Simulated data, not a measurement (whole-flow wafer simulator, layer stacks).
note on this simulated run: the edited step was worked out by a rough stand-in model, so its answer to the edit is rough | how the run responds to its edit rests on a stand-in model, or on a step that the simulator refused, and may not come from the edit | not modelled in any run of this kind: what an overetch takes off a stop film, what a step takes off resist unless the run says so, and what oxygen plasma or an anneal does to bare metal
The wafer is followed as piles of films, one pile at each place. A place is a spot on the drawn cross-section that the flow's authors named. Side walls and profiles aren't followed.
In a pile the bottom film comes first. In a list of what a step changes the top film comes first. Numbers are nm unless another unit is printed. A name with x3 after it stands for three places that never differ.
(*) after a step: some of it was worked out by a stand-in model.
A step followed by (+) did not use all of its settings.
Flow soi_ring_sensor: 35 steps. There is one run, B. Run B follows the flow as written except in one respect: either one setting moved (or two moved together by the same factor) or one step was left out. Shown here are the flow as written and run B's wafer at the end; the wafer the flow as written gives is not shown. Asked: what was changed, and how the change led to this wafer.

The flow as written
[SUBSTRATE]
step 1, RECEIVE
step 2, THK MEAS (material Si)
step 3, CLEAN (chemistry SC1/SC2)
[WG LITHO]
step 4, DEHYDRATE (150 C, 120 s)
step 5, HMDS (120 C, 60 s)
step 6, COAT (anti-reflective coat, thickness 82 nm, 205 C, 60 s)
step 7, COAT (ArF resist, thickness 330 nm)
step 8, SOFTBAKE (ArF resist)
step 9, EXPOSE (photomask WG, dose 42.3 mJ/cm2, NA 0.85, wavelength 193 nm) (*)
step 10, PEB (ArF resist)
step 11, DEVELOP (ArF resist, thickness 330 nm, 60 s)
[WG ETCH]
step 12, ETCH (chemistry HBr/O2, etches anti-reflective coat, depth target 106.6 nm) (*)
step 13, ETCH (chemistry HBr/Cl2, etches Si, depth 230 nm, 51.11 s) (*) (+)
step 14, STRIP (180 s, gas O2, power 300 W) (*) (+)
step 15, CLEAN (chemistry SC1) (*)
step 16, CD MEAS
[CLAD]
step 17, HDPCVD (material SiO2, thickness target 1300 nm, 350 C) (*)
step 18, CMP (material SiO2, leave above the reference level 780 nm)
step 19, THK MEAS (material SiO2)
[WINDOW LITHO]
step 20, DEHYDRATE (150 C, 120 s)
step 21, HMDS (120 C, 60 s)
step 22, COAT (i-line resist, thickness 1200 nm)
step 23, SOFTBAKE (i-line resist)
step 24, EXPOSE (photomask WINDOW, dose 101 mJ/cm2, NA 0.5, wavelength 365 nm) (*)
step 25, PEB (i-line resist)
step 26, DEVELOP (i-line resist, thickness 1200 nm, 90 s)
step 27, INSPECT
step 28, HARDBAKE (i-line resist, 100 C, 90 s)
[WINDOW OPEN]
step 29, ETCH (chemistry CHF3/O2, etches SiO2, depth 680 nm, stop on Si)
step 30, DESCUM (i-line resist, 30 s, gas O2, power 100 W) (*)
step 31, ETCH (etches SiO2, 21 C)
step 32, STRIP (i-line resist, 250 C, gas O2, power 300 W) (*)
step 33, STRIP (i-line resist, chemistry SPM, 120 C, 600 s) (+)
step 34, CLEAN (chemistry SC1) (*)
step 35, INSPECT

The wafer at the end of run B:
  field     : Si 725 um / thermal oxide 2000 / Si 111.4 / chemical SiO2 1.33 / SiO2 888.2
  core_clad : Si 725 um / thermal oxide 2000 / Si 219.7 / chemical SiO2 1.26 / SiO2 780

Cause: step 13, ETCH: depth 108 nm was run, though the flow has depth 230 nm; step 13, ETCH: 24.02 s was run, where the flow has 51.11 s.

How this came from the change, step by step:
  step 13, ETCH (chemistry HBr/Cl2, etches Si, depth 230 nm, 51.11 s) (*) (+)
      gap, window, field, gap_clad: Si loses 108 (it would be, as written: Si loses 220 (all of it), thermal oxide loses 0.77)
      core, core_clad: ArF resist loses 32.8 (it would be, as written: ArF resist loses 69.7)
  step 14, STRIP (180 s, gas O2, power 300 W) (*) (+)
      gap, window, field, gap_clad: chemical SiO2 gains 1.33 (new film), Si loses 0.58 (it would be, as written: nothing)
      core, core_clad: ArF resist loses 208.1 (all of it), anti-reflective coat loses 82 (all of it), chemical SiO2 gains 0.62, Si loses 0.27 (it would be, as written: ArF resist loses 171.2 (all of it), anti-reflective coat loses 82 (all of it), chemical SiO2 gains 0.63, Si loses 0.28)
  step 18, CMP (material SiO2, leave above the reference level 780 nm)
      gap, window, field, gap_clad: SiO2 loses 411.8 (it would be, as written: SiO2 loses 298.2)
